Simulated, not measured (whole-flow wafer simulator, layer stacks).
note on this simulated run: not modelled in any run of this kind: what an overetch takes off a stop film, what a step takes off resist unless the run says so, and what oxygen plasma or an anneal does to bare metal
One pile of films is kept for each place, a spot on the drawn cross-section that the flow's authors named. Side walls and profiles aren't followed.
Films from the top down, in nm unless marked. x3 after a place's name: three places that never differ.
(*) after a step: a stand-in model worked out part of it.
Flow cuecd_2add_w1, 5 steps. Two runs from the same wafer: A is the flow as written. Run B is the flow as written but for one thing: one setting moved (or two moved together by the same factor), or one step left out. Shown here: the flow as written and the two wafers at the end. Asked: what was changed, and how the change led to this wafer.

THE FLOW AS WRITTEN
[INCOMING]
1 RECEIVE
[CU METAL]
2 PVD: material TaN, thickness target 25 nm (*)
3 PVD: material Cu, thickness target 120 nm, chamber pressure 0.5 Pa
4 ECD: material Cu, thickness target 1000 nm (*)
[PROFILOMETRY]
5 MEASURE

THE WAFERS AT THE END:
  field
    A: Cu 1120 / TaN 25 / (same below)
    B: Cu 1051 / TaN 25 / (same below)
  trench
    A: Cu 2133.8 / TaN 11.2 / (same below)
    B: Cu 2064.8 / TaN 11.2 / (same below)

The cause: step 3, PVD: thickness target 51 nm was run, where the flow has thickness target 120 nm.

How the change led to this, step by step:
  3 PVD: material Cu, thickness target 120 nm, chamber pressure 0.5 Pa
      field: A Cu +120 (new film) | B Cu +51 (new film)
      trench: A Cu +53.6 (new film) | B Cu +23.3 (new film)
